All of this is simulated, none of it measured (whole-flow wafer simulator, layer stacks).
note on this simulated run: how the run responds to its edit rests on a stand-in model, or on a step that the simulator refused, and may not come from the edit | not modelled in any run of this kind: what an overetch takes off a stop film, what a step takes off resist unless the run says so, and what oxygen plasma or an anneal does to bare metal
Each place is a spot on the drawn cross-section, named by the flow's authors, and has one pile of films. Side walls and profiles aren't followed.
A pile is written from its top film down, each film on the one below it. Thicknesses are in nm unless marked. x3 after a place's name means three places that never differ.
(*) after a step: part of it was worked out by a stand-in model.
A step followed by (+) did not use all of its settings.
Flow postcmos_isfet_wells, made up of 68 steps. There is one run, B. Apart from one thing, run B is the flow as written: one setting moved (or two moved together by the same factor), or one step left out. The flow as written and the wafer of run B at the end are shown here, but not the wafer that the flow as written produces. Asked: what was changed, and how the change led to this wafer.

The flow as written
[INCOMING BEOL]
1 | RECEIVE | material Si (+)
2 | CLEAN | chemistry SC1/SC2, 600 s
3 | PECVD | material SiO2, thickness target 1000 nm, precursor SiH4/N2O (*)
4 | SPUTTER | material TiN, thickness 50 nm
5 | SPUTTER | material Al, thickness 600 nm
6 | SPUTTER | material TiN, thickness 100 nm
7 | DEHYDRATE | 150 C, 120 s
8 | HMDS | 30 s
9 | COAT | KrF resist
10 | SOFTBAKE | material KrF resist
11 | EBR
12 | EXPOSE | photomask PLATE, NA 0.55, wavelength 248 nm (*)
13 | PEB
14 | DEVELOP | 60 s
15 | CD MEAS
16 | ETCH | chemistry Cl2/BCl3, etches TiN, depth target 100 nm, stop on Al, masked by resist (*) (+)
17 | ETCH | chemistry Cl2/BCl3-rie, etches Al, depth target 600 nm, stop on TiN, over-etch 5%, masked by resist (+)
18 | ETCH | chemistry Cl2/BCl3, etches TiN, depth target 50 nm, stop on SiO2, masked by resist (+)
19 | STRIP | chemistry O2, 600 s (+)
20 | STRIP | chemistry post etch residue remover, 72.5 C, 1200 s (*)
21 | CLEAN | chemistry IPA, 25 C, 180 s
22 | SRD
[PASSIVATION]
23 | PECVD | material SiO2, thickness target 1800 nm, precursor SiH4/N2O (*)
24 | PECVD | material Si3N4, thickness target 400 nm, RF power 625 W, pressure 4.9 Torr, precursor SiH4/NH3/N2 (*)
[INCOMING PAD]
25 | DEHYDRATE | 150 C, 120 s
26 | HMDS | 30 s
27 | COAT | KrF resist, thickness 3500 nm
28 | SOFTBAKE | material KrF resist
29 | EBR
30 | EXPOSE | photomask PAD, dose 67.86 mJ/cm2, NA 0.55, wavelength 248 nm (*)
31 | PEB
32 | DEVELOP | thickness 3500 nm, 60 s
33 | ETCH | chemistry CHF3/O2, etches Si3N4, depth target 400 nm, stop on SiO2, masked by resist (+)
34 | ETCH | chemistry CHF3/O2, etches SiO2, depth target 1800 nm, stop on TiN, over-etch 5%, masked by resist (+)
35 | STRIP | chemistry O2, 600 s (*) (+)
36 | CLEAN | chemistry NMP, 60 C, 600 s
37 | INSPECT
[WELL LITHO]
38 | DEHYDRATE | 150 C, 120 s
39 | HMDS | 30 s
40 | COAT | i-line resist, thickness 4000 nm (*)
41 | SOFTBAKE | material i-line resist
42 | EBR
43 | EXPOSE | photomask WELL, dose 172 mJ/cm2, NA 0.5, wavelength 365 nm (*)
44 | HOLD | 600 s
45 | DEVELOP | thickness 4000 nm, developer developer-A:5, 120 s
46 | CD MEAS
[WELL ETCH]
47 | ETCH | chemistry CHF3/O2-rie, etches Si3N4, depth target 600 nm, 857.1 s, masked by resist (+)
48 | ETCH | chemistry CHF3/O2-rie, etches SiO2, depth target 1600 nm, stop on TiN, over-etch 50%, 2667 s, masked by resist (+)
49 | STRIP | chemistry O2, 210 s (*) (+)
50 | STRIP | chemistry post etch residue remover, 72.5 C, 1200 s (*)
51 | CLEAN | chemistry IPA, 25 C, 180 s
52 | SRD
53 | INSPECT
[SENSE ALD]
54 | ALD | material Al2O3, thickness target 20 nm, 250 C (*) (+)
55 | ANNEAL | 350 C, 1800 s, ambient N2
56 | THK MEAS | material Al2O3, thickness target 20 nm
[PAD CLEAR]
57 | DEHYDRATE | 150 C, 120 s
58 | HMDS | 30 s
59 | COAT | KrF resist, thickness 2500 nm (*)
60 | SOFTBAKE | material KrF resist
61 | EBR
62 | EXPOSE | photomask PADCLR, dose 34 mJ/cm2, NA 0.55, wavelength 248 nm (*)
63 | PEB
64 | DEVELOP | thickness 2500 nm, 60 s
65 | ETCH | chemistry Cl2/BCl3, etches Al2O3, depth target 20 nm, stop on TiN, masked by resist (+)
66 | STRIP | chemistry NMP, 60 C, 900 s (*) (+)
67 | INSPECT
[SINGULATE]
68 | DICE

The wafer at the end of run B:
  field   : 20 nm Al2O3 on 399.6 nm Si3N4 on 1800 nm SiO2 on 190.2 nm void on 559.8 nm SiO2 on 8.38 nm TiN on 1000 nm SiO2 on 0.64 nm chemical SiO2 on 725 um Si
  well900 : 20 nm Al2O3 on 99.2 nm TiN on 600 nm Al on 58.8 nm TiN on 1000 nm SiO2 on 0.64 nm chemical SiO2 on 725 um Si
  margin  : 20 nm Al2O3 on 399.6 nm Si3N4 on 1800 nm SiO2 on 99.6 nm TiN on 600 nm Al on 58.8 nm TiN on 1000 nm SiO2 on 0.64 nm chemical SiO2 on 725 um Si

What caused this: step 4, SPUTTER: thickness 58.8 nm was run, whereas the flow has thickness 50 nm.
One can read it off the wafer: well900 has TiN 58.8, and step 4 as written asks for 50 nm.

How this came from the change, step by step:
  4 | SPUTTER | material TiN, thickness 50 nm
      field, margin, well900, well1300 x3, pad_rim, pad_clr, pad_open: +58.8 TiN (new film) (it would be, as written: +50 TiN (new film))
  18 | ETCH | chemistry Cl2/BCl3, etches TiN, depth target 50 nm, stop on SiO2, masked by resist (+)
      field: -50 TiN (it would be, as written: -50 TiN (all of it))
  23 | PECVD | material SiO2, thickness target 1800 nm, precursor SiH4/N2O (*)
      field: +1800 SiO2 (new film), +190.2 void (new film), +559.8 SiO2 (new film) (it would be, as written: +1800 SiO2 (new film), +189.9 void (new film), +559.7 SiO2)
With metal films that touch counted as one body, field has 1 body; the flow as written gives 0 bodies.
